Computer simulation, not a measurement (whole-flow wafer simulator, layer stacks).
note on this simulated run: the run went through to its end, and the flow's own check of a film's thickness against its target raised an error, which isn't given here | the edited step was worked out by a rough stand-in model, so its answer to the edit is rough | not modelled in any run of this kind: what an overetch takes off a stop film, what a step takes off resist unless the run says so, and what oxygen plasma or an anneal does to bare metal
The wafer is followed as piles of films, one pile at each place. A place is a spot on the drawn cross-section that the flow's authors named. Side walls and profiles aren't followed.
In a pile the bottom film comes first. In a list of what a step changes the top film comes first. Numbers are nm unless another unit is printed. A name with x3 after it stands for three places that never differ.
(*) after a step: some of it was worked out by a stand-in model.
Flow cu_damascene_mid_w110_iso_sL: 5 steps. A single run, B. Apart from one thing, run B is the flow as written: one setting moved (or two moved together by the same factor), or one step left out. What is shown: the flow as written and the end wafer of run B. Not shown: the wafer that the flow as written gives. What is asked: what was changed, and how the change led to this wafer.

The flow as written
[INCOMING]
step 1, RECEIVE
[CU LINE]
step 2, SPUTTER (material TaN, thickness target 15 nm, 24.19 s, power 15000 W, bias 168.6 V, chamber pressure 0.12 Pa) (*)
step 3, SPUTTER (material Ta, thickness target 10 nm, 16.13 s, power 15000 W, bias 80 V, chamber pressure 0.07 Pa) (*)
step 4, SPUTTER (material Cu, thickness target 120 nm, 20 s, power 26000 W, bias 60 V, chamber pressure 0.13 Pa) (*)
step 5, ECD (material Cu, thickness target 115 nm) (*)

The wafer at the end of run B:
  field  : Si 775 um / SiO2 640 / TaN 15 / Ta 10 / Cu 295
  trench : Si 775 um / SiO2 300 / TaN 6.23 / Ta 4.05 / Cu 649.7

Cause: step 4, SPUTTER: 30 s was run, while the flow as written has 20 s.

The path from the change to this, step by step:
  step 4, SPUTTER (material Cu, thickness target 120 nm, 20 s, power 26000 W, bias 60 V, chamber pressure 0.13 Pa) (*)
      field: +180 Cu (new film) (it would be, as written: +120 Cu (new film))
      trench: +74.9 Cu (new film) (it would be, as written: +49.9 Cu (new film))
  step 5, ECD (material Cu, thickness target 115 nm) (*)
      trench: +574.8 Cu (it would be, as written: +539.8 Cu)
